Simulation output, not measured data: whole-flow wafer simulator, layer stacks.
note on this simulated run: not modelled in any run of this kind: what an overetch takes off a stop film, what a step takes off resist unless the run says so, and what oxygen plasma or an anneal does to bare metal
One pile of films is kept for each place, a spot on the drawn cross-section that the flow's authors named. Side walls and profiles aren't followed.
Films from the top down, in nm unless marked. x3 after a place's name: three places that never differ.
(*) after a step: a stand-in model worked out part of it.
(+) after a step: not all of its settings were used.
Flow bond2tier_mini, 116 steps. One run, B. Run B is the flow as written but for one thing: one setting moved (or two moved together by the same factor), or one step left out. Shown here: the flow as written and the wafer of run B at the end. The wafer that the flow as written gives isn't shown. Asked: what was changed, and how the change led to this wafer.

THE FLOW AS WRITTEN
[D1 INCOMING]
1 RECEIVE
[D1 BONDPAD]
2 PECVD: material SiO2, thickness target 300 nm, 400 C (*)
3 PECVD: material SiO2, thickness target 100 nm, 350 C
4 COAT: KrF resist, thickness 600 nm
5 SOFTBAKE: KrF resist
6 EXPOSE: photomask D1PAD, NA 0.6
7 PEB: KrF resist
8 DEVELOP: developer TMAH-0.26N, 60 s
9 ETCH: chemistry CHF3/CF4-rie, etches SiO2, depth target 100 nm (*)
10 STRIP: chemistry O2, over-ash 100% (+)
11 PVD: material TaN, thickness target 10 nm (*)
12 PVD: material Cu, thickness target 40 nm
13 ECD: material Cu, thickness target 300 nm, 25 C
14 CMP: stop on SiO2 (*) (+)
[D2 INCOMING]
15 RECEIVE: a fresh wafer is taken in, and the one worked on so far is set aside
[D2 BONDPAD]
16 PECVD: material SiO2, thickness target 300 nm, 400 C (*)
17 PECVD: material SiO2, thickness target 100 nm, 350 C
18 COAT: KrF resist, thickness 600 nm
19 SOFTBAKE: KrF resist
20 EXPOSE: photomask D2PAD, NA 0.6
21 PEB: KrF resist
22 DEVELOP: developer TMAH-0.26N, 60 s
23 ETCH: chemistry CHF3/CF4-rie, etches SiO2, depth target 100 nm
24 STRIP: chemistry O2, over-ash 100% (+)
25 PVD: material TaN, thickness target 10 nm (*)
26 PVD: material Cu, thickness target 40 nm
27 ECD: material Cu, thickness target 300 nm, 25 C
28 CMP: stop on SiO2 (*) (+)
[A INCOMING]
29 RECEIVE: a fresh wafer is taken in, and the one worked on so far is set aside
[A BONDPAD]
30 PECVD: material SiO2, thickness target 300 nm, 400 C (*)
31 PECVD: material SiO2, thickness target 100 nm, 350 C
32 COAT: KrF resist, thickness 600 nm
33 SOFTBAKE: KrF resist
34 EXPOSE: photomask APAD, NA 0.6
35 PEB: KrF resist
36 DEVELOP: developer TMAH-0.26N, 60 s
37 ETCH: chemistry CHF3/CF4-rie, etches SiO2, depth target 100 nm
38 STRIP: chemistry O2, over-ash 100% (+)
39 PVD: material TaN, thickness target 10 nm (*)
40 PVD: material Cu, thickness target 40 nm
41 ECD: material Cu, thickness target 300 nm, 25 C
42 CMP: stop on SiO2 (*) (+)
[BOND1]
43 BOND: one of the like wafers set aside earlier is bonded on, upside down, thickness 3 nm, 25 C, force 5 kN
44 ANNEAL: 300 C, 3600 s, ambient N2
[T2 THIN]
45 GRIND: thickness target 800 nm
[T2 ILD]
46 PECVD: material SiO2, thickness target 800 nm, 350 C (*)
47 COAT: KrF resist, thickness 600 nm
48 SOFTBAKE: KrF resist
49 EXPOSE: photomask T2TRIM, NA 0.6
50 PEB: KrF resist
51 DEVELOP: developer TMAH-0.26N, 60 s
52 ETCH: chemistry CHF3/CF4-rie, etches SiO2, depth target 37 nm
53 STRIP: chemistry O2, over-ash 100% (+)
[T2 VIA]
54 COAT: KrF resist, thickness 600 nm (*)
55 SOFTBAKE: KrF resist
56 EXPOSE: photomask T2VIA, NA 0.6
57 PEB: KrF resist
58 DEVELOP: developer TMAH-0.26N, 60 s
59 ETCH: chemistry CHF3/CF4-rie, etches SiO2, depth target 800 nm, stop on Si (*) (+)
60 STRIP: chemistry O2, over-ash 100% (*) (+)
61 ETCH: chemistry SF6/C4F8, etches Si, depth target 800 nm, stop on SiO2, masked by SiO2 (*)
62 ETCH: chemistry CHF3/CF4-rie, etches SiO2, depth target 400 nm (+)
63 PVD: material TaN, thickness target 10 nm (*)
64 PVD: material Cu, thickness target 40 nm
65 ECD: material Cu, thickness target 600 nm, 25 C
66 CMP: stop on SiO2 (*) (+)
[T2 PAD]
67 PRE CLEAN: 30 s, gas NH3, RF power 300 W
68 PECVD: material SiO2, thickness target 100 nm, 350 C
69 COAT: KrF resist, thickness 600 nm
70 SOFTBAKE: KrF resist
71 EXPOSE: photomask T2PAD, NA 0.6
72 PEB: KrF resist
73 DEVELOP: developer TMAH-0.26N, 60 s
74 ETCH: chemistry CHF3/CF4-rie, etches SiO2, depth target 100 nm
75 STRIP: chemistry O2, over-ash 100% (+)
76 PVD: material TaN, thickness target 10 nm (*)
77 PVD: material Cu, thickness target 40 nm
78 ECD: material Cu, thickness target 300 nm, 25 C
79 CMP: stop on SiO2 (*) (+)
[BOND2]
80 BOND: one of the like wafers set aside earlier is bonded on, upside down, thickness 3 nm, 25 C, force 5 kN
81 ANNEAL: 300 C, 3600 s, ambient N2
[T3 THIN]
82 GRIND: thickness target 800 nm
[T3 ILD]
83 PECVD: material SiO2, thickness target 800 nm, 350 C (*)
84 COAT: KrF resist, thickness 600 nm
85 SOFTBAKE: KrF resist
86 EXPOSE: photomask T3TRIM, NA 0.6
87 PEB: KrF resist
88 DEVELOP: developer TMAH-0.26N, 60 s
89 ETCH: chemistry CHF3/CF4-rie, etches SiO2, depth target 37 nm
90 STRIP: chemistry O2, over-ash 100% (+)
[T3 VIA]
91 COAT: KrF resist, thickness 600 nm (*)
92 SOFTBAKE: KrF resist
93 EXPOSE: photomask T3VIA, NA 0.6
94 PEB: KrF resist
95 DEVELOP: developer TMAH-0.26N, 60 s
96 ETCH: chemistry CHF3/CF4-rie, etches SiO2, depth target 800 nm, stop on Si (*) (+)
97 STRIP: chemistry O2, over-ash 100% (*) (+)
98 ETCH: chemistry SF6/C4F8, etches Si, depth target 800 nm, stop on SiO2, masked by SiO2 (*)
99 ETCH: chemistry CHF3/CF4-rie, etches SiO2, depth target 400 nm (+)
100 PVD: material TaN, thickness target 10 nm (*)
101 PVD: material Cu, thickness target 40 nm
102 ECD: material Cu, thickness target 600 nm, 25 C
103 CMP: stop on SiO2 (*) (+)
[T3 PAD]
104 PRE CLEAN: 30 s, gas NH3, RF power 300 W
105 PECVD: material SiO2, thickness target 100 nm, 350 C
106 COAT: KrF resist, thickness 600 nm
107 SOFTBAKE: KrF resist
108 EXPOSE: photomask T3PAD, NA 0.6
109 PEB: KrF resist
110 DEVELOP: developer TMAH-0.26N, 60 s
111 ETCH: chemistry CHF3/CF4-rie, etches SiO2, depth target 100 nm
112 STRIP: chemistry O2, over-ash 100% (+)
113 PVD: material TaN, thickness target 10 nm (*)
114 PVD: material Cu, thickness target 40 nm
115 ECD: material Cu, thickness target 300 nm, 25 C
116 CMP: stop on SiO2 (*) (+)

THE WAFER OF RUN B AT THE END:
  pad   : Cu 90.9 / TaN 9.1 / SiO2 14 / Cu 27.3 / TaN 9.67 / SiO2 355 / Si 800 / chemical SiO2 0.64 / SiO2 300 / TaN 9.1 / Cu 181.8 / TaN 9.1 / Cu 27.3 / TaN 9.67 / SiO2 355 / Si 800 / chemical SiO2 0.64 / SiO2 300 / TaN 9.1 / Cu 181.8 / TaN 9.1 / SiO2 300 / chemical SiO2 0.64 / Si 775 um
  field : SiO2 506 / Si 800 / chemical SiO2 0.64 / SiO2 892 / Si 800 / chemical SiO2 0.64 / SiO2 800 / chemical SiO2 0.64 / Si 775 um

The cause: step 105, PECVD: thickness target 114 nm was run, where the flow has thickness target 100 nm.

How the change led to this, step by step:
  105 PECVD: material SiO2, thickness target 100 nm, 350 C
      field: SiO2 +114 (as written it would be: SiO2 +100)
      pad: SiO2 +114 (new film) (as written it would be: SiO2 +100 (new film))
  111 ETCH: chemistry CHF3/CF4-rie, etches SiO2, depth target 100 nm
      pad: SiO2 -100 (as written it would be: SiO2 -100 (all of it))
Counting metal films that touch as one body, pad has 4 bodies (between them, from the top down: SiO2 14; SiO2 355 / Si 800 / chemical SiO2 0.64 / SiO2 300; SiO2 355 / Si 800 / chemical SiO2 0.64 / SiO2 300); the flow as written gives 3 bodies (between them, from the top down: SiO2 355 / Si 800 / chemical SiO2 0.64 / SiO2 300; SiO2 355 / Si 800 / chemical SiO2 0.64 / SiO2 300).
